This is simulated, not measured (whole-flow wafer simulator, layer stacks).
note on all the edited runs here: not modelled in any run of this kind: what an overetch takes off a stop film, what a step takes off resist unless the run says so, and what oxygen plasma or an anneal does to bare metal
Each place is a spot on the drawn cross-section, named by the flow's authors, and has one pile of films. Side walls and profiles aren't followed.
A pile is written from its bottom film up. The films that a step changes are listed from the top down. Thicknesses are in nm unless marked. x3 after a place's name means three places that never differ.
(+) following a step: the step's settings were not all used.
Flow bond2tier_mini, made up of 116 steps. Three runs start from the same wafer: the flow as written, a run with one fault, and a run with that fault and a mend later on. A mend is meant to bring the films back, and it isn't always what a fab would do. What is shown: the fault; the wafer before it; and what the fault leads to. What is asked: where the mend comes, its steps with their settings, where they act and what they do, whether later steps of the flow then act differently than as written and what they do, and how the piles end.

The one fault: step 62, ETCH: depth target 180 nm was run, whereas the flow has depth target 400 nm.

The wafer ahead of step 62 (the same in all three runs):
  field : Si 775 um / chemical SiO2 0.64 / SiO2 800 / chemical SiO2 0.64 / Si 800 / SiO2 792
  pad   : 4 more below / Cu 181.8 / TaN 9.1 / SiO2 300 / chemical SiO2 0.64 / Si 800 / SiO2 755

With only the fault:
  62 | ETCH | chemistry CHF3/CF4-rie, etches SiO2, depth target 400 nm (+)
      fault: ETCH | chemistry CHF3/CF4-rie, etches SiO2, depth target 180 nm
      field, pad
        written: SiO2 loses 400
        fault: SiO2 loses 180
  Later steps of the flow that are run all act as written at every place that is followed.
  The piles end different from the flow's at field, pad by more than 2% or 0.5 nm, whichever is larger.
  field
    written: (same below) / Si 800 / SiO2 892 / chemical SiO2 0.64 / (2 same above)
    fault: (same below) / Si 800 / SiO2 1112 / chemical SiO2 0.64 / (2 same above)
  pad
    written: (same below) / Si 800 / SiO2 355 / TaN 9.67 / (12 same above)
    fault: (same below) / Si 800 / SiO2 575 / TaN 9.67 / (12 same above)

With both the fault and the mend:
  The mend follows step 62.
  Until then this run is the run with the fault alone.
  62a | ETCH | chemistry CHF3/CF4-rie, etches SiO2, depth target 220 nm (+) (a further turn of the flow's step 62, with different settings)
      field, pad
        SiO2 loses 220
  Later steps of the flow that are run all act as written at every place that is followed.
  The piles end the same as the flow's at every place that both follow.
